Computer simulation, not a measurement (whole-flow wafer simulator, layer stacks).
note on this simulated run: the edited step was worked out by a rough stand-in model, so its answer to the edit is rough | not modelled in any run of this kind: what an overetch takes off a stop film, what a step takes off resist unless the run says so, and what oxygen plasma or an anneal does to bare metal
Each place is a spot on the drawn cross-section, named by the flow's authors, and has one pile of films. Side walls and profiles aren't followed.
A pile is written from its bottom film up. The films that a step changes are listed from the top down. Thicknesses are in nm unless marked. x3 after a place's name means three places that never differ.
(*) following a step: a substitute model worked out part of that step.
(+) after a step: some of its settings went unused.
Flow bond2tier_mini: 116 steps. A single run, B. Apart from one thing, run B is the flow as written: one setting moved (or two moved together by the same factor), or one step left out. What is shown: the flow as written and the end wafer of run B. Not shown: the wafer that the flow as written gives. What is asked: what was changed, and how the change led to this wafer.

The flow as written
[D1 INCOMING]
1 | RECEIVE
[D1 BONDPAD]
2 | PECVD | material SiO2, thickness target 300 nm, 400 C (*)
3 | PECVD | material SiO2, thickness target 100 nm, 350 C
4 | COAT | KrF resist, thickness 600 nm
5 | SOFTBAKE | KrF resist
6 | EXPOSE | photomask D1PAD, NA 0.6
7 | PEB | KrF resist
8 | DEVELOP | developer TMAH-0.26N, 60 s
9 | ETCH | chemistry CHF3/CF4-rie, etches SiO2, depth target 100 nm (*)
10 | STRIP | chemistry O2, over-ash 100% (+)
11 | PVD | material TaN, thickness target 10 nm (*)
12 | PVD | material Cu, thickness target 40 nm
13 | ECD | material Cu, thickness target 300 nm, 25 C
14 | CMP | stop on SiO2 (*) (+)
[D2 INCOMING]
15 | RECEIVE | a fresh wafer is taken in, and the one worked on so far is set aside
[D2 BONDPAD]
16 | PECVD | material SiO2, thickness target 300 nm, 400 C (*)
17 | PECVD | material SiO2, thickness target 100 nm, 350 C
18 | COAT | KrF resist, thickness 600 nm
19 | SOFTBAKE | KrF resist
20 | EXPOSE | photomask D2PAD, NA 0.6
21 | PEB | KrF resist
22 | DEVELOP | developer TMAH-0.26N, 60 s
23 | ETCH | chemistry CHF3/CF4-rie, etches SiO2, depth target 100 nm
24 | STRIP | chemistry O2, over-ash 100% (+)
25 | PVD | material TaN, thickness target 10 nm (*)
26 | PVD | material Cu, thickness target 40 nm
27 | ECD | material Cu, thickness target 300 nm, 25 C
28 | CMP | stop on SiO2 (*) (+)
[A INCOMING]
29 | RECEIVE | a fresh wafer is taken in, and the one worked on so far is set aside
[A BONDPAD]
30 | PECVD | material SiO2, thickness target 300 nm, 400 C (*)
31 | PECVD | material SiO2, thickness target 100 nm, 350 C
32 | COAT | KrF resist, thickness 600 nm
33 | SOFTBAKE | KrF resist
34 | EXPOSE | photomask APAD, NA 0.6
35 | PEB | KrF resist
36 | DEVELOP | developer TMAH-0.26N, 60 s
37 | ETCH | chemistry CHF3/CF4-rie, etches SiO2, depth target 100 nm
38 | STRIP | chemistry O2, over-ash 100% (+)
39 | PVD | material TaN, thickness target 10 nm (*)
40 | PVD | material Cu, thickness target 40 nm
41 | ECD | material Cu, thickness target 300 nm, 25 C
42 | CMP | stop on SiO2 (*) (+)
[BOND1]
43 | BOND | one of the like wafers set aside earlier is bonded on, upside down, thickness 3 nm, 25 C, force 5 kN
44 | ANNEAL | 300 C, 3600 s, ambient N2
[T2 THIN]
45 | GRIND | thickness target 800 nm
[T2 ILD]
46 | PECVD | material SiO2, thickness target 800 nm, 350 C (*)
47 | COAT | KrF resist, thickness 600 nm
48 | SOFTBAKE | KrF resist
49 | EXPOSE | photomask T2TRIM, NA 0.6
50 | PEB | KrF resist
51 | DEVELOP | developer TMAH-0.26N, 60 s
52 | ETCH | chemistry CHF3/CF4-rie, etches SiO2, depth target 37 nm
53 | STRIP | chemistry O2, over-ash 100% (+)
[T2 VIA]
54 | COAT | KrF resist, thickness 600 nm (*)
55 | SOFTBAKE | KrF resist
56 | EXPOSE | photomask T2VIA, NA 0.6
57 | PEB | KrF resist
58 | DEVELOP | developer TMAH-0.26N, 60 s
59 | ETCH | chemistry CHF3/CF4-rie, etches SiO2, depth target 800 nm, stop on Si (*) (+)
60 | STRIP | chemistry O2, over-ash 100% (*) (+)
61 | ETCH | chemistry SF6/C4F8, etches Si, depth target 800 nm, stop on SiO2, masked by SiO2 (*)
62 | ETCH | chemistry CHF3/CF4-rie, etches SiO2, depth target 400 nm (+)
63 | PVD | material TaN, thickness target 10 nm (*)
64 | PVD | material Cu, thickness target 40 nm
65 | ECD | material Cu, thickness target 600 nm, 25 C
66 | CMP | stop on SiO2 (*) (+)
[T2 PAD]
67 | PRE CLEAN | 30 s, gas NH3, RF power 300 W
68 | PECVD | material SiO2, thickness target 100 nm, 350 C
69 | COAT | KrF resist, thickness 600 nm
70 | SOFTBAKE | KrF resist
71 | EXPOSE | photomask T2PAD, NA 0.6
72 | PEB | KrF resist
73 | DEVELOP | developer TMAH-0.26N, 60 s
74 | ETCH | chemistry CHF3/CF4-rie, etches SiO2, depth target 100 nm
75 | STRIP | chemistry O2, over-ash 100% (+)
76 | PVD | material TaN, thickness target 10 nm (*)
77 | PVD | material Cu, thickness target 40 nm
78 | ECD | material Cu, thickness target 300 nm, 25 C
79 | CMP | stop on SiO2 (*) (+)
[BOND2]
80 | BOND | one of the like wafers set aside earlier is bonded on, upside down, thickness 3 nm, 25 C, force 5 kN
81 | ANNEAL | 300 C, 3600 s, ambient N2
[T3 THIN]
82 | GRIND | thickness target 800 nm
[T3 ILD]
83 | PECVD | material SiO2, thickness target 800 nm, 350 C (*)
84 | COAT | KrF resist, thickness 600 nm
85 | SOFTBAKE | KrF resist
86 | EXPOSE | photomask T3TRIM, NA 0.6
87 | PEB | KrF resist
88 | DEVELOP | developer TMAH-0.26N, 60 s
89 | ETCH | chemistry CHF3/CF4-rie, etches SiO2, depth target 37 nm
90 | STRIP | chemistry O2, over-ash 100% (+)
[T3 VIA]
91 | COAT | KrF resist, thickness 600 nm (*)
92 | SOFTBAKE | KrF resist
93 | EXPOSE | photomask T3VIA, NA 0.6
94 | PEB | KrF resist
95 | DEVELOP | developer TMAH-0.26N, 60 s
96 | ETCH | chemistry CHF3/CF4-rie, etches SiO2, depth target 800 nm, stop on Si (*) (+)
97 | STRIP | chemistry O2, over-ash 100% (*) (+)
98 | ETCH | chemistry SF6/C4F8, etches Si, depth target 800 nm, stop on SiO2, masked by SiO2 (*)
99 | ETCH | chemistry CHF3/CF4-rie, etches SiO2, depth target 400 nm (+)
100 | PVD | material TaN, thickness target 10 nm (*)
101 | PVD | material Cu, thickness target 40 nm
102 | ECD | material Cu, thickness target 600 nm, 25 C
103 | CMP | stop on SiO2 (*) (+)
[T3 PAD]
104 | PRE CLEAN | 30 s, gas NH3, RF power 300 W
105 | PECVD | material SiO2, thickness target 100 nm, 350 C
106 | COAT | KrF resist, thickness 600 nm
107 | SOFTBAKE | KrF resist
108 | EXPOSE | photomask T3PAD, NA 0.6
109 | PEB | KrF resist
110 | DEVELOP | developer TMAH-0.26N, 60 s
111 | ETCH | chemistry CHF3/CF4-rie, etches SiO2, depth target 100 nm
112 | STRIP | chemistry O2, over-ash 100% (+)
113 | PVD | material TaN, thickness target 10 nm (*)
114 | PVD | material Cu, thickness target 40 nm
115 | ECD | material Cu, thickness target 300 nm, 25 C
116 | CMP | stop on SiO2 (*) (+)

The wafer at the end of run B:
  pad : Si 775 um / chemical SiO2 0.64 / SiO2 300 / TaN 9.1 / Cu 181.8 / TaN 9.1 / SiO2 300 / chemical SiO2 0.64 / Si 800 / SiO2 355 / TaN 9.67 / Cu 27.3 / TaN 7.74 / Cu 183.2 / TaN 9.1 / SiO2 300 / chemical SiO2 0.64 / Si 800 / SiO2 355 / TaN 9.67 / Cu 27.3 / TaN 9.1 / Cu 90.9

What caused this: step 76, PVD: thickness target 8.5 nm was run, though the flow has thickness target 10 nm.

Step by step, how the change led to this:
  76 | PVD | material TaN, thickness target 10 nm (*)
      field: TaN gains 8.5 (new film) (as written it would have been: TaN gains 10 (new film))
      pad: TaN gains 7.74 (new film) (as written it would have been: TaN gains 9.1 (new film))
  79 | CMP | stop on SiO2 (*) (+)
      field: Cu loses 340 (all of it), TaN loses 8.5 (all of it) (as written it would have been: Cu loses 340 (all of it), TaN loses 10 (all of it))
